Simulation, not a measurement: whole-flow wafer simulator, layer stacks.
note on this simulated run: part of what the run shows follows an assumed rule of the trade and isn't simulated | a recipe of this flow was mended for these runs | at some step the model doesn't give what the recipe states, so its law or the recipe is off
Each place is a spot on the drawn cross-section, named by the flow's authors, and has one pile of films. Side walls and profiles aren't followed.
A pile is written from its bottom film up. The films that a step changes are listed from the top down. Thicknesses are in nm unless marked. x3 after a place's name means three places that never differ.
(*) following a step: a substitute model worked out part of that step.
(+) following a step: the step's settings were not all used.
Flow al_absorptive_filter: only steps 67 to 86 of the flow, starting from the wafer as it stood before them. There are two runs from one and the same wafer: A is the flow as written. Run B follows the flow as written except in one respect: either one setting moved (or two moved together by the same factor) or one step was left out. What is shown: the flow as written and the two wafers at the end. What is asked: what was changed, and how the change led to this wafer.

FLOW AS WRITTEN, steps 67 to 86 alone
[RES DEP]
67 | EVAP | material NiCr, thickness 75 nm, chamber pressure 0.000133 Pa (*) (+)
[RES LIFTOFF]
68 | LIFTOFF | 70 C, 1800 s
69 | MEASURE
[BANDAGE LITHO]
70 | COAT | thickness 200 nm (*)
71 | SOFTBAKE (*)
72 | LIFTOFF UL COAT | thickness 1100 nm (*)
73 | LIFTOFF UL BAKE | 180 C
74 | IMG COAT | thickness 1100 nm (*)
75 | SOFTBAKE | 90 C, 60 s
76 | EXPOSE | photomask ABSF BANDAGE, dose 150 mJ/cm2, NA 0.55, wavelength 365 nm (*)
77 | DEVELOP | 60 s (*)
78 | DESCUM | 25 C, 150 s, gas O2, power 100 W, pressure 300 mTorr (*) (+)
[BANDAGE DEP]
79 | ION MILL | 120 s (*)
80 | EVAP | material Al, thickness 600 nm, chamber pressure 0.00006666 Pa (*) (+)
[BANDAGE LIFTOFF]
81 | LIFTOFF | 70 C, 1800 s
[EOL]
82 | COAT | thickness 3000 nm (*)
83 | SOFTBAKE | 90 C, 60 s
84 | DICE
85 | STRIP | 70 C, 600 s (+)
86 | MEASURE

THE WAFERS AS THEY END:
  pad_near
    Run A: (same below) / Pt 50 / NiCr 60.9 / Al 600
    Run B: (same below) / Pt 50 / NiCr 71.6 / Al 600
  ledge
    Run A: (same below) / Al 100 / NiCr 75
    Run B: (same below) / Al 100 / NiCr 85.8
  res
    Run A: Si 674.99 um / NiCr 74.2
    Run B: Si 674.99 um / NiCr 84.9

Cause: step 67, EVAP: thickness 85.8 nm was run, whereas the flow has thickness 75 nm.
The wafer itself shows it: ledge has NiCr 85.8, and step 67 as written asks for 75 nm.

Step by step, how the change led to this:
  67 | EVAP | material NiCr, thickness 75 nm, chamber pressure 0.000133 Pa (*) (+)
      gnd, pad_far, ledge and 9 more: A +75 NiCr (new film) | B +85.8 NiCr (new film)
      pad_near, res: A +74.2 NiCr (new film) | B +84.9 NiCr (new film)
  68 | LIFTOFF | 70 C, 1800 s
      xa_field, xl_land, idc_field: A -75 NiCr (all of it), -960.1 i-line-resist (all of it), -1100 lift-off-underlayer (all of it), -200 acrylic-e-beam-resist (all of it) | B -85.8 NiCr (all of it), -960.1 i-line-resist (all of it), -1100 lift-off-underlayer (all of it), -200 acrylic-e-beam-resist (all of it)
      gnd: A -75 NiCr (all of it), -959.5 i-line-resist (all of it), -1100.9 lift-off-underlayer (all of it), -200.6 acrylic-e-beam-resist (all of it) | B -85.8 NiCr (all of it), -959.5 i-line-resist (all of it), -1100.9 lift-off-underlayer (all of it), -200.6 acrylic-e-beam-resist (all of it)
      (and at 7 other places as well)
  83 | SOFTBAKE | 90 C, 60 s
      ledge: A -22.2 i-line-resist | B -22.9 i-line-resist
      res: A -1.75 i-line-resist | B -2.37 i-line-resist
